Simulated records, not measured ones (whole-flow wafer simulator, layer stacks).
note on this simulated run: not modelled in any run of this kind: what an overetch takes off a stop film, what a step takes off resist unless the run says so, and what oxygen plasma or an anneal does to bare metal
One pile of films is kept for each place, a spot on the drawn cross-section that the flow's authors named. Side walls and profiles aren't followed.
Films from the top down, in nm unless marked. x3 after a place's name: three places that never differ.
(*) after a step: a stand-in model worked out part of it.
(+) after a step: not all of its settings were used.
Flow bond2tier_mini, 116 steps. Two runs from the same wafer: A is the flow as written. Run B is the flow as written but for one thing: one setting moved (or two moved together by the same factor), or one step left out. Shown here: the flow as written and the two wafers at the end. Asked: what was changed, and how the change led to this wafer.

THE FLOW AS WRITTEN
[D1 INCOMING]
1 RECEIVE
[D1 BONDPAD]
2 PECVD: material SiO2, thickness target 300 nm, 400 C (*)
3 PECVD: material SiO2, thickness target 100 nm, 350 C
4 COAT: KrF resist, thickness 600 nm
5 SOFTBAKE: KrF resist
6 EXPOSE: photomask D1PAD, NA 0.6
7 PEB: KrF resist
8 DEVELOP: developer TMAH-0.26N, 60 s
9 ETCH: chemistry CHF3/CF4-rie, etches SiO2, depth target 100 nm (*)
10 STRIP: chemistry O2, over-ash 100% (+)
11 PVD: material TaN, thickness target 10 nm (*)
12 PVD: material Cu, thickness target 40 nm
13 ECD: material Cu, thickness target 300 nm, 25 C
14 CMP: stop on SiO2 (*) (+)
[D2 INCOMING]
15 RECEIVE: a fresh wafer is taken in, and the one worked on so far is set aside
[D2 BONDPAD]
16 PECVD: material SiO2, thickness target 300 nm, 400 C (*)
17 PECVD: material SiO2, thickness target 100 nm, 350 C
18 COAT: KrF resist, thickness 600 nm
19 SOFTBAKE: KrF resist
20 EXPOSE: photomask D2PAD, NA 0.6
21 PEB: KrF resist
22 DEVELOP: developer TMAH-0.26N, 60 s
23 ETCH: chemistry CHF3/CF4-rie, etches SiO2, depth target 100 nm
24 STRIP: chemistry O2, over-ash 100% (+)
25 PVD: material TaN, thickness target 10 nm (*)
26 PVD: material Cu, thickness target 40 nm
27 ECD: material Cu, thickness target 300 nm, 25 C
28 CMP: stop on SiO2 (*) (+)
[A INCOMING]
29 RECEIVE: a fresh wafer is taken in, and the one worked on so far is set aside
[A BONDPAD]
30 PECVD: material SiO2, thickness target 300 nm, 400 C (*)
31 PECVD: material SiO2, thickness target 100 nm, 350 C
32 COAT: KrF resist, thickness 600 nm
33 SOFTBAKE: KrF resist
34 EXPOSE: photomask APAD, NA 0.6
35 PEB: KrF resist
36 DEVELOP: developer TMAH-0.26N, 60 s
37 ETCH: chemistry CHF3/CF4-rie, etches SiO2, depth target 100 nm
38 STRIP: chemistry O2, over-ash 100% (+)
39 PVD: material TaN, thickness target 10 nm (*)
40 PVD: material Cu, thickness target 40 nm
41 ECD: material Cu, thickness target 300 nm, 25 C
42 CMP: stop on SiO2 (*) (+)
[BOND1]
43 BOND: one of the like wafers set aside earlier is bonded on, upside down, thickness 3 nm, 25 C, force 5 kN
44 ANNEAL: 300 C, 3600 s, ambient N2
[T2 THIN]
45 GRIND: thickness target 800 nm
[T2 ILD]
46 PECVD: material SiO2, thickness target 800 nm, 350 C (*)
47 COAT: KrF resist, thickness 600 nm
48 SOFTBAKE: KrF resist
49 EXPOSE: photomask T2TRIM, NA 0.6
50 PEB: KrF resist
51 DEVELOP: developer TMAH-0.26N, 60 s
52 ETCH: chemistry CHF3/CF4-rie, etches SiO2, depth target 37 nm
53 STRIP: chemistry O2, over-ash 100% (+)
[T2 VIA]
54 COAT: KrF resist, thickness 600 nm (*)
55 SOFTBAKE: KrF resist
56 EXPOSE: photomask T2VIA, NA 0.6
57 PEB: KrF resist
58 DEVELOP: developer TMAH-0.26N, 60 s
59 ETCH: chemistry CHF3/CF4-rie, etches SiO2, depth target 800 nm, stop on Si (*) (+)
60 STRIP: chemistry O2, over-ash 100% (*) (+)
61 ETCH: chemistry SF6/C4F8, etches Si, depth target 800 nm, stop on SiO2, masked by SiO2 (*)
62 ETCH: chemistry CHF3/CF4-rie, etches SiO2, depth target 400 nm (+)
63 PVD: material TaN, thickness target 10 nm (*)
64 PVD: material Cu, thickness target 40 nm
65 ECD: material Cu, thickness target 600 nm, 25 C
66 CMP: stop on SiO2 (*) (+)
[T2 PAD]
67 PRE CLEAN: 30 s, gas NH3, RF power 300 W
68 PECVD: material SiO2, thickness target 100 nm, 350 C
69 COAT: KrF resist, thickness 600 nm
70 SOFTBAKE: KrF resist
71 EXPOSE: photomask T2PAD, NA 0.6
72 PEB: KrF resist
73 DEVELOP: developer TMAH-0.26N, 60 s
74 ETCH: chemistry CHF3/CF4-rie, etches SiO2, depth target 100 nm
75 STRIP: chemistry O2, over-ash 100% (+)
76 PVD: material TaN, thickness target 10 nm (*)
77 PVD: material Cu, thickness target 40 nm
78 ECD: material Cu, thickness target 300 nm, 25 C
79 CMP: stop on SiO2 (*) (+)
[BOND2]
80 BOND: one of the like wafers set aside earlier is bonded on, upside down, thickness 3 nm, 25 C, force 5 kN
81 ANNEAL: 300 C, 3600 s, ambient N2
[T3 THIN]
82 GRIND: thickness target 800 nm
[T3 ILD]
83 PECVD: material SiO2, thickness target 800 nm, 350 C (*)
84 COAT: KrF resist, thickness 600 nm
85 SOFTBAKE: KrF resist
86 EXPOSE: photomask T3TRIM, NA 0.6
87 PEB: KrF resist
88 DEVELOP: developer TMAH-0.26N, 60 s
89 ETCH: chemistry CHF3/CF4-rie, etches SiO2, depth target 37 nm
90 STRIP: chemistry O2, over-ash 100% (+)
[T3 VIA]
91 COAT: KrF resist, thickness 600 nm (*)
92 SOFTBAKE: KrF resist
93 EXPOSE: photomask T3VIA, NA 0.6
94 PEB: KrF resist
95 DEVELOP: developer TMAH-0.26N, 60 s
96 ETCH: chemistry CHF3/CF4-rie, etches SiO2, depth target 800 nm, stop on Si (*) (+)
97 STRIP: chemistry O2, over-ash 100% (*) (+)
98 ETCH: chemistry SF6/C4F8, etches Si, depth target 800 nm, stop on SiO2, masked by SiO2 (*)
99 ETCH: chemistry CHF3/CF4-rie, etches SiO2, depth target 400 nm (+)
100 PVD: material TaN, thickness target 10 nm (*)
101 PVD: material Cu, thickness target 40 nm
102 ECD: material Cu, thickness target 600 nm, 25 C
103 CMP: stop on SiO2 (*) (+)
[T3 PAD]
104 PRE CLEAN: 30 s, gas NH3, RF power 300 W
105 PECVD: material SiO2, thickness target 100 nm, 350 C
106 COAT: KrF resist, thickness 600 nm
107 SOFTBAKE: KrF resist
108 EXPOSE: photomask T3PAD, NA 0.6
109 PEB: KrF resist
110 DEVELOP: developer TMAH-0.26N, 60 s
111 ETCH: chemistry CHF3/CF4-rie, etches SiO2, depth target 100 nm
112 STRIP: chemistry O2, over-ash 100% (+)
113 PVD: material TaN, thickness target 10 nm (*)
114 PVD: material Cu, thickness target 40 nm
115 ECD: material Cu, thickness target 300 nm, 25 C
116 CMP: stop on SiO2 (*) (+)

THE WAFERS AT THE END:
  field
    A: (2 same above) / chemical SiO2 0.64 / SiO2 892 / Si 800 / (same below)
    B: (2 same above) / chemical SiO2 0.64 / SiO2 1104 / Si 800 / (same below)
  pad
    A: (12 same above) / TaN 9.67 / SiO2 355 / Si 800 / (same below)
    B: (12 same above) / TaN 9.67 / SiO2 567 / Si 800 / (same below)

The cause: step 62, ETCH: depth target 188 nm was run, where the flow has depth target 400 nm.

How the change led to this, step by step:
  62 ETCH: chemistry CHF3/CF4-rie, etches SiO2, depth target 400 nm (+)
      field, pad: A SiO2 -400 | B SiO2 -188
